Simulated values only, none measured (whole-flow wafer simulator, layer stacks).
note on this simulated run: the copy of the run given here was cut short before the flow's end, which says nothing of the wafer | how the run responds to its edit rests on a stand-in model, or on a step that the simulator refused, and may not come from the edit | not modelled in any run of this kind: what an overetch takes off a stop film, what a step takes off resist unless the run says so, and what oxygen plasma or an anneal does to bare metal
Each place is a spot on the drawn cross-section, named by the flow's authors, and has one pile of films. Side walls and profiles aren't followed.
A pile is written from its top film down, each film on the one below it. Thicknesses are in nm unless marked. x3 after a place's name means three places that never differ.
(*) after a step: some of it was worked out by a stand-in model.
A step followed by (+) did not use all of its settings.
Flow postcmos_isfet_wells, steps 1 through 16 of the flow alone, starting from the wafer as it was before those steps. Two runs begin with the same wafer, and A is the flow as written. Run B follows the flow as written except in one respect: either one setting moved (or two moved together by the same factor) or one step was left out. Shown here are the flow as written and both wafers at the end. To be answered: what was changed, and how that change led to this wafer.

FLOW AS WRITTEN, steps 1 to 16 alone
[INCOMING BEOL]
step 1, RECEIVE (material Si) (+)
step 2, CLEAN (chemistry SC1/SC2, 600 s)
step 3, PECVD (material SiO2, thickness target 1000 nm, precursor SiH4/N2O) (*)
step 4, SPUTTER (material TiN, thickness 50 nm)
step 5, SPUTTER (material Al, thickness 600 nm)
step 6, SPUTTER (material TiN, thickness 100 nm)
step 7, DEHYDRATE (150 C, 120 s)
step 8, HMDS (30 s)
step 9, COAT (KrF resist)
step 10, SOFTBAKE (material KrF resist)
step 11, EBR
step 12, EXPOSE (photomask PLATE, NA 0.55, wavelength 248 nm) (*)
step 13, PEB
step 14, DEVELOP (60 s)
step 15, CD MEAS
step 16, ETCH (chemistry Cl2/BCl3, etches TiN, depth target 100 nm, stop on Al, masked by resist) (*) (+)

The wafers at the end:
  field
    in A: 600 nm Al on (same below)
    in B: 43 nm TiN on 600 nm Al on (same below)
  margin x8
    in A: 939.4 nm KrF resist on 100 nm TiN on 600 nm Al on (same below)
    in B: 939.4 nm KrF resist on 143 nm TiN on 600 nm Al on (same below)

What caused this: step 6, SPUTTER: thickness 143 nm was run, while the flow as written has thickness 100 nm.
One can read it off the wafer: margin x8 has TiN 143, and step 6 as written asks for 100 nm.

The path from the change to this, step by step:
  step 6, SPUTTER (material TiN, thickness 100 nm)
      field, margin x8: A +100 TiN (new film) | B +143 TiN (new film)
  step 16, ETCH (chemistry Cl2/BCl3, etches TiN, depth target 100 nm, stop on Al, masked by resist) (*) (+)
      field: A -100 TiN (all of it) | B -100 TiN
